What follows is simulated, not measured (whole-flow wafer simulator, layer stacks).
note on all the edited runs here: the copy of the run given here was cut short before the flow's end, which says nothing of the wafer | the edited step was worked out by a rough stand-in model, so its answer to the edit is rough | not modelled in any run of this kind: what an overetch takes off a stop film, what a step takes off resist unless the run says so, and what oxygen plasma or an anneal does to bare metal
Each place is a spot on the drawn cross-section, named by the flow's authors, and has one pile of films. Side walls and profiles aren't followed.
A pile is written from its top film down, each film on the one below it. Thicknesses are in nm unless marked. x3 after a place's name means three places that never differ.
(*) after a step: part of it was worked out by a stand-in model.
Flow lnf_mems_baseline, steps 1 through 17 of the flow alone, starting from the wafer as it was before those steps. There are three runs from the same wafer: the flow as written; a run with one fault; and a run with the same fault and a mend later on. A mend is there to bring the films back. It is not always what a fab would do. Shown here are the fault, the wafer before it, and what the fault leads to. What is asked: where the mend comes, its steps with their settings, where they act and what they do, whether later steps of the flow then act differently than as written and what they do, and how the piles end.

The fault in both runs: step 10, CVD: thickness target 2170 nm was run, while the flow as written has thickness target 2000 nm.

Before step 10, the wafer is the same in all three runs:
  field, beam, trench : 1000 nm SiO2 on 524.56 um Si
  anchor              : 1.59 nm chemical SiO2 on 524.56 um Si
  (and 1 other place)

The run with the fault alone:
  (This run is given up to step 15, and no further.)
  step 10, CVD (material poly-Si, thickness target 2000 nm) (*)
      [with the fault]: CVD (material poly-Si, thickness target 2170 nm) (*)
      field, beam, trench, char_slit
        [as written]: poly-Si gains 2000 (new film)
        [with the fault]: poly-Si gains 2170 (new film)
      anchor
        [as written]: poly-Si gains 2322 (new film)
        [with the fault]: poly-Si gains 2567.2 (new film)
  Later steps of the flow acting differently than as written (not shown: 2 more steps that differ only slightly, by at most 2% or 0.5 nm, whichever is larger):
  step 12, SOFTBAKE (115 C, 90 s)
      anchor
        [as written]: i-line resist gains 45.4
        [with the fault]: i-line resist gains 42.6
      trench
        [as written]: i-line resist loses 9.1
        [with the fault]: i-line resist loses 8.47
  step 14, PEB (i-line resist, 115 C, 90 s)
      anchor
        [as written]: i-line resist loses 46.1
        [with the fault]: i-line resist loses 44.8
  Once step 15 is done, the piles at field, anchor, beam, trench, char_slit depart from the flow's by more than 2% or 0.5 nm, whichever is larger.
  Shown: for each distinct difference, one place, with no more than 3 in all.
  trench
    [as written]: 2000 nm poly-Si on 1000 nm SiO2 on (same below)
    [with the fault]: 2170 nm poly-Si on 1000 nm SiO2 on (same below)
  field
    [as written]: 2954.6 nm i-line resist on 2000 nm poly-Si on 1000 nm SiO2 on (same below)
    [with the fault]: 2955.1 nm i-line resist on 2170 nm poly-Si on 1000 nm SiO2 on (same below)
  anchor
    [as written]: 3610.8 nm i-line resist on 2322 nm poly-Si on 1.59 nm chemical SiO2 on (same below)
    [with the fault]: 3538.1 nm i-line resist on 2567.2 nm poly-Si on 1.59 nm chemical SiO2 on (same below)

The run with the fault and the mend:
  The mend stands after step 10.
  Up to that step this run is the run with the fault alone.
  step 10a, ETCH (chemistry tmah, depth target 2911 nm)
      field, beam, trench, char_slit
        poly-Si loses 2170 (all of it)
      anchor
        poly-Si loses 2567.2 (all of it)
  step 10b, CLEAN (chemistry SC1/SC2) (the flow's step 1 again)
      leaves every film unchanged at each place that is followed
  step 10c, CVD (material poly-Si, thickness target 2000 nm) (*) (the flow's step 10 again)
      field, beam, trench, char_slit
        poly-Si gains 2000 (new film)
      anchor
        poly-Si gains 2322 (new film)
  Later steps of the flow that are run all act as written at every place that is followed.
  At every place that both follow, the piles at the end match the flow's.
